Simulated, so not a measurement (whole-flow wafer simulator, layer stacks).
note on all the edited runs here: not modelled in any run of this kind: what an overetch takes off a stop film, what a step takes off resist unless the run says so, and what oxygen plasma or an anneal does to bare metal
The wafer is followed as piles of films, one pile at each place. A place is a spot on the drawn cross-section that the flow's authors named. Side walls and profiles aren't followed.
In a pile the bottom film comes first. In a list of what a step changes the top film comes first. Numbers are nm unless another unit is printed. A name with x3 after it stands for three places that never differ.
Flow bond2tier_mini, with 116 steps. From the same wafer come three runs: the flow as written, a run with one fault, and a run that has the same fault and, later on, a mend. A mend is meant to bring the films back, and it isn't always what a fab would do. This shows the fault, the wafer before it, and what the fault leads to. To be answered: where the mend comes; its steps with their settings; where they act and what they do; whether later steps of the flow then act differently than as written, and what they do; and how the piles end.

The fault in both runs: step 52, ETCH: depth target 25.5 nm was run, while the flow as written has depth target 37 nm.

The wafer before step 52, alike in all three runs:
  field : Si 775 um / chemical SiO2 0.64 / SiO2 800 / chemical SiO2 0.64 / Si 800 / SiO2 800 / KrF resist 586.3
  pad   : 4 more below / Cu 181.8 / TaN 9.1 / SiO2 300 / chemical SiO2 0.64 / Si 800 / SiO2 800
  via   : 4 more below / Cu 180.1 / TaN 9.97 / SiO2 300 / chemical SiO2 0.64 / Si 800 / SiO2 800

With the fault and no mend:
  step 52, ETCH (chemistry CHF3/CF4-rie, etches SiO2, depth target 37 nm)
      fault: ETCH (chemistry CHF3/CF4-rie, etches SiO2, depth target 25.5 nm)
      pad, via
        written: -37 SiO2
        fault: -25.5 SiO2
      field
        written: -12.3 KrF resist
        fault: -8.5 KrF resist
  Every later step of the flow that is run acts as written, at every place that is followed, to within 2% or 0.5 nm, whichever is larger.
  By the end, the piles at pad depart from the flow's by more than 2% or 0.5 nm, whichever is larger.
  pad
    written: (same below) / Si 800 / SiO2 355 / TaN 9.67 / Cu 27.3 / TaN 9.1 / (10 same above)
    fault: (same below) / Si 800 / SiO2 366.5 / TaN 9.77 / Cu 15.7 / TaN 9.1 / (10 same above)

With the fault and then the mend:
  The mend stands after step 52.
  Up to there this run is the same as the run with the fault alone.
  step 52a, ETCH (chemistry CHF3/CF4-rie, etches SiO2, depth target 11.5 nm) (a further turn of the flow's step 52, with different settings)
      pad, via
        -11.5 SiO2
      field
        -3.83 KrF resist
  Every later step of the flow that is run acts as written at every place that is followed.
  At every place that both follow, the piles at the end match the flow's.
